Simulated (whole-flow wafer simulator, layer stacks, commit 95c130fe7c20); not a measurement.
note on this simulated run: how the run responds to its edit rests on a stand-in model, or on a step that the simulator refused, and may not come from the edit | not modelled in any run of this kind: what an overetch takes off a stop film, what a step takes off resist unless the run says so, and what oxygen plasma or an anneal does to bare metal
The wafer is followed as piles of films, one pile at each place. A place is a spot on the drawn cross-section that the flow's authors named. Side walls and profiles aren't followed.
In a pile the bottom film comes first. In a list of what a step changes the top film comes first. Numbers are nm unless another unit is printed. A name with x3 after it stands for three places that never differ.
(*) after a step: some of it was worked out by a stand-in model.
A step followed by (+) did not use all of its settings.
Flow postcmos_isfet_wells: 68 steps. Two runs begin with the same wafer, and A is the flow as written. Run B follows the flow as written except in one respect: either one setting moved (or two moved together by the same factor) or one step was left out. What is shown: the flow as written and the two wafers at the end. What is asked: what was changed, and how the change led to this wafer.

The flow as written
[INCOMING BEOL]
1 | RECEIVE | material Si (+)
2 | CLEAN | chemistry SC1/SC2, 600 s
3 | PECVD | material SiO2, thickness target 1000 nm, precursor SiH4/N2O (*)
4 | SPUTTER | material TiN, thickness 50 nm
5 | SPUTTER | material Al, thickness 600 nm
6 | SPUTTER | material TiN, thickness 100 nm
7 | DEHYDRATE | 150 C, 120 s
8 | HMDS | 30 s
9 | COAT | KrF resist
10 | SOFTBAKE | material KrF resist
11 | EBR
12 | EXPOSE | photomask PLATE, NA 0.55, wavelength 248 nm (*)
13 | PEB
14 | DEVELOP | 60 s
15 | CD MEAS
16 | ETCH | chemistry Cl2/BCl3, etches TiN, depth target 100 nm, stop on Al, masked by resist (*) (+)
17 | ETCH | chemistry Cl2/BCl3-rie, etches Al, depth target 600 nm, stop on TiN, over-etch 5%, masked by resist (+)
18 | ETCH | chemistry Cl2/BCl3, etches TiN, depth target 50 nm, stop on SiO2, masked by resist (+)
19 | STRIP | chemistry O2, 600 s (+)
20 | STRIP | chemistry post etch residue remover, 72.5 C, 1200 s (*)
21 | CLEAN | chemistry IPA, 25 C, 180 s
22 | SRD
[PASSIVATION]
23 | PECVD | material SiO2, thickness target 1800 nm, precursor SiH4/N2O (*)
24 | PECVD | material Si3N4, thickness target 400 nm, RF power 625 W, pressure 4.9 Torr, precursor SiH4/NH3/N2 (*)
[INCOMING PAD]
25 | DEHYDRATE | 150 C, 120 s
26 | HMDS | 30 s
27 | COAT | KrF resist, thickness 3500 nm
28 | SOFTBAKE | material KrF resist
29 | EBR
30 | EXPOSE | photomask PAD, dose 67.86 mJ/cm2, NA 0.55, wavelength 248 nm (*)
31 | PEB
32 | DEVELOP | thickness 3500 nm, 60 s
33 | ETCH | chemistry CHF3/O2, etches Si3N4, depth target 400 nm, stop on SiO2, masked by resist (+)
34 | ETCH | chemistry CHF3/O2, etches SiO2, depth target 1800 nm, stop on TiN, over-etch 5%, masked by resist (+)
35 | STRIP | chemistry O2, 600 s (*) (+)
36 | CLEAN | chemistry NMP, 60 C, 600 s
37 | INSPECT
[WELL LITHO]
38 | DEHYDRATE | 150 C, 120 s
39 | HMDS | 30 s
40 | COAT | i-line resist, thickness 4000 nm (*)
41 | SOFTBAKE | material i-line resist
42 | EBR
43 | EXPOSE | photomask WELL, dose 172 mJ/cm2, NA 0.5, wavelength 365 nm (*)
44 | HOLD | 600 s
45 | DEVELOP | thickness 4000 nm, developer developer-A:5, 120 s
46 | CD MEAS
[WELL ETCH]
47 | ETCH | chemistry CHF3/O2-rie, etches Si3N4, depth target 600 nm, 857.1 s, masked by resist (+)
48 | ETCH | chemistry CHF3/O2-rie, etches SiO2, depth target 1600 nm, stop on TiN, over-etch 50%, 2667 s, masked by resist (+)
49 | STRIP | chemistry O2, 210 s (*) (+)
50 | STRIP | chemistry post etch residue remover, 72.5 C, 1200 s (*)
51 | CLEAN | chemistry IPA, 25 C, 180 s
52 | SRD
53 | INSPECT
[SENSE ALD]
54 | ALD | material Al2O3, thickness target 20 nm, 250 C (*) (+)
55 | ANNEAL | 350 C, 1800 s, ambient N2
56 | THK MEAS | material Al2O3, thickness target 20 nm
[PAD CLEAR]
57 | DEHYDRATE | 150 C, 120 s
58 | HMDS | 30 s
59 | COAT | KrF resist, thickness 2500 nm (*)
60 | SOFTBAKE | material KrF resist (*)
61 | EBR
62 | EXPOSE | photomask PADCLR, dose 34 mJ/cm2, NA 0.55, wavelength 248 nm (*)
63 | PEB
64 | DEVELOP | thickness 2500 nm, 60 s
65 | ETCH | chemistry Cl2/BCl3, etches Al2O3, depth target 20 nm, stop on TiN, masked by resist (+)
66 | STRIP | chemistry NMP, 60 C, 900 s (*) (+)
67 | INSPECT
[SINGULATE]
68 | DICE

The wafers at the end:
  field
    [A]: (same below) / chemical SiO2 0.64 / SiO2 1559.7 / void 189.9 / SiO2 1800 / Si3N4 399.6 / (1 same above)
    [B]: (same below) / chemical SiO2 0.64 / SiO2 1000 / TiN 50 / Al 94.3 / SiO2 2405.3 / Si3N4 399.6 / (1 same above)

Cause: step 17, ETCH: depth target 450 nm was run, whereas the flow has depth target 600 nm.

The path from the change to this, step by step:
  17 | ETCH | chemistry Cl2/BCl3-rie, etches Al, depth target 600 nm, stop on TiN, over-etch 5%, masked by resist (+)
      field: A Al loses 600 (all of it) | B Al loses 450
      margin, well900, well1300, well2000, well3000, pad_rim, pad_clr, pad_open: A KrF resist loses 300 | B KrF resist loses 225
  18 | ETCH | chemistry Cl2/BCl3, etches TiN, depth target 50 nm, stop on SiO2, masked by resist (+)
      field: A TiN loses 50 (all of it) | B Al loses 50
  19 | STRIP | chemistry O2, 600 s (+)
      margin, well900, well1300, well2000, well3000, pad_rim, pad_clr, pad_open: A KrF resist loses 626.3 (all of it) | B KrF resist loses 701.3 (all of it)
  20 | STRIP | chemistry post etch residue remover, 72.5 C, 1200 s (*)
      field: A nothing | B Al loses 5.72
  23 | PECVD | material SiO2, thickness target 1800 nm, precursor SiH4/N2O (*)
      field: A SiO2 gains 1800 (new film), void gains 189.9 (new film), SiO2 gains 559.7 | B SiO2 gains 2405.3 (new film)
With metal films that touch counted as one body, field has 1 body; the flow as written gives 0 bodies.
